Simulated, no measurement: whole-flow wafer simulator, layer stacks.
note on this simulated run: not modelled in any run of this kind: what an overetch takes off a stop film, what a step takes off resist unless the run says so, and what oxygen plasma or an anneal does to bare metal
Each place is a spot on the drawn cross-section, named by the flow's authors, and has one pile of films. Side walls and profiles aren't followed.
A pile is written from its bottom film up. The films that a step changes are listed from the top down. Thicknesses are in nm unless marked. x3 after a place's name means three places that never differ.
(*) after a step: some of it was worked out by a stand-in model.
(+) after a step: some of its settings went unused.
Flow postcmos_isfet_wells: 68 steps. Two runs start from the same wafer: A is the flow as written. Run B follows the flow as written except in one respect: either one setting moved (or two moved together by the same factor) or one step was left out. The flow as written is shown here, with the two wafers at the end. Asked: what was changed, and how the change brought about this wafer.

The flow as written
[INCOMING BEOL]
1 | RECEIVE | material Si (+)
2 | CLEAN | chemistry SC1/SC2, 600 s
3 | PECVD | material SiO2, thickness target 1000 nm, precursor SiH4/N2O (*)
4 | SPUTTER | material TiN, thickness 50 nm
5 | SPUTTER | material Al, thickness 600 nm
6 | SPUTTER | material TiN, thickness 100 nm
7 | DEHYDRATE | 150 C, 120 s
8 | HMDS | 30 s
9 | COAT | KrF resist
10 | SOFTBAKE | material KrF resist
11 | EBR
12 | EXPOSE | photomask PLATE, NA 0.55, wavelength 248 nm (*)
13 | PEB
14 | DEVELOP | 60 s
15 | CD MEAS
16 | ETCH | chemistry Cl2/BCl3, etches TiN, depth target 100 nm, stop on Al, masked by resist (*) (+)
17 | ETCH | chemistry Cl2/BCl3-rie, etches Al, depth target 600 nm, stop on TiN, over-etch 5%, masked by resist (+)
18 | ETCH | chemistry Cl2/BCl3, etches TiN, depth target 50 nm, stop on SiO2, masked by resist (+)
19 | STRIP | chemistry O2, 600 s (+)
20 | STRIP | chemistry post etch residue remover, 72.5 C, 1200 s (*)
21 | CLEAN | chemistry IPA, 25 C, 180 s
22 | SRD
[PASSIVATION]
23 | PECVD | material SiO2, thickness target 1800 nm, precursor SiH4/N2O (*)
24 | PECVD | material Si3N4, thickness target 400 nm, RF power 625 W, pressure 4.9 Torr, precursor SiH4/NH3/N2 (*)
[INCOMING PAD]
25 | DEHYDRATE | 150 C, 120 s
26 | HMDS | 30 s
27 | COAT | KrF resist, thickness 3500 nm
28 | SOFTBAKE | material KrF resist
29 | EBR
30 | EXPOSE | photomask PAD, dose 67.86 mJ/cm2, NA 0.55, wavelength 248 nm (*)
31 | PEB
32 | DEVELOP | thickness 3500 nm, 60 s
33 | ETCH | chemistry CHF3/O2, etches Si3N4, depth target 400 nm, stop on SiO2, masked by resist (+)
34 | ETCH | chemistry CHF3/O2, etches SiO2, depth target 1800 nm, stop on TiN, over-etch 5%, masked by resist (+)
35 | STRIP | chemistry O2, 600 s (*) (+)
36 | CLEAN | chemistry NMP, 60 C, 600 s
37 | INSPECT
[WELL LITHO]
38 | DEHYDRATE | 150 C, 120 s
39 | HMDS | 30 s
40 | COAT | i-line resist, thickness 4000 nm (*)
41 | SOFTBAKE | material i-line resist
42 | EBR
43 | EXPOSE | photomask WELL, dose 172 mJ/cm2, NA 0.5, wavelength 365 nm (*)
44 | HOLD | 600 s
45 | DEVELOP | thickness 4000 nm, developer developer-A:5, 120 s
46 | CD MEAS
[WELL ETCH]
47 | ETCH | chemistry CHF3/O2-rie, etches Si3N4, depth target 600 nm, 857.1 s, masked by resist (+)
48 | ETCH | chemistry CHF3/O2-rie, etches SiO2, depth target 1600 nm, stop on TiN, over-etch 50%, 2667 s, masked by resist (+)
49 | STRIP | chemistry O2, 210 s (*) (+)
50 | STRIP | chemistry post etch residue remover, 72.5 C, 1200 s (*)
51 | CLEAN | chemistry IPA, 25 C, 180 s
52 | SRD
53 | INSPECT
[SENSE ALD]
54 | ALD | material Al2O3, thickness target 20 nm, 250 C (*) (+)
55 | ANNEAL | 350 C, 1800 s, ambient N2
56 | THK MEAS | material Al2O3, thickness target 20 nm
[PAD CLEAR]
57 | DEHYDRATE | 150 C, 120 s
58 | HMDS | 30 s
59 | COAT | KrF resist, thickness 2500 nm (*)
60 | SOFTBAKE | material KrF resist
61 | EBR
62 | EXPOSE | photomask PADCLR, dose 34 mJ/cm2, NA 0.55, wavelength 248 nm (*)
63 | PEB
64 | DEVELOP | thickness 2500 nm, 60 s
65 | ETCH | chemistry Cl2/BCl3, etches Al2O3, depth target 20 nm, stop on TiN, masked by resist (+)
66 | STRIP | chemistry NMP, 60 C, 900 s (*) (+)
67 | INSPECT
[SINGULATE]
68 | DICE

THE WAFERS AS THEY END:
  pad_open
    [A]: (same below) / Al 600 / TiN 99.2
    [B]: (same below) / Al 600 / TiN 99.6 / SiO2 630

The reason: step 34, ETCH: depth target 1170 nm was run, whereas the flow has depth target 1800 nm.

The path from the change to this, step by step:
  34 | ETCH | chemistry CHF3/O2, etches SiO2, depth target 1800 nm, stop on TiN, over-etch 5%, masked by resist (+)
      pad_open: A SiO2 loses 1800 (all of it) | B SiO2 loses 1170
      field, margin, well900, well1300 x3, pad_rim, pad_clr: A KrF resist loses 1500 | B KrF resist loses 975
  35 | STRIP | chemistry O2, 600 s (*) (+)
      field, margin, well900, well1300 x3, pad_rim, pad_clr: A KrF resist loses 1613.3 (all of it) | B KrF resist loses 2138.3 (all of it)
  40 | COAT | i-line resist, thickness 4000 nm (*)
      pad_clr: A i-line resist gains 3256.8 (new film) | B i-line resist gains 3456.9 (new film)
      pad_open: A i-line resist gains 4804.7 (new film) | B i-line resist gains 4577.5 (new film)
  41 | SOFTBAKE | material i-line resist
      pad_clr: A i-line resist loses 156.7 | B i-line resist loses 97.2
      pad_open: A i-line resist gains 115.3 | B i-line resist gains 85.8
  49 | STRIP | chemistry O2, 210 s (*) (+)
      pad_clr: A i-line resist loses 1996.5 (all of it) | B i-line resist loses 2256.1 (all of it)
      pad_open: A i-line resist loses 3816.3 (all of it) | B i-line resist loses 3559.7 (all of it)
  59 | COAT | KrF resist, thickness 2500 nm (*)
      pad_rim: A KrF resist gains 1976.4 (new film) | B KrF resist gains 2123.2 (new film)
      pad_clr: A KrF resist gains 1691.6 (new film) | B KrF resist gains 1908.9 (new film)
      (also at 1 further place)
  60 | SOFTBAKE | material KrF resist
      pad_clr: A KrF resist loses 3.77 | B KrF resist loses 3.15
  63 | PEB
      pad_rim: A KrF resist loses 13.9 | B KrF resist loses 15
      pad_clr: A KrF resist loses 11.8 | B KrF resist loses 13.4
      (also at 1 further place)
  64 | DEVELOP | thickness 2500 nm, 60 s
      pad_clr: A KrF resist loses 1676 (all of it) | B KrF resist loses 1892.4 (all of it)
      pad_open: A KrF resist loses 3045.1 (all of it) | B KrF resist loses 2884.3 (all of it)
  66 | STRIP | chemistry NMP, 60 C, 900 s (*) (+)
      pad_rim: A KrF resist loses 1923.7 (all of it) | B KrF resist loses 2069.2 (all of it)
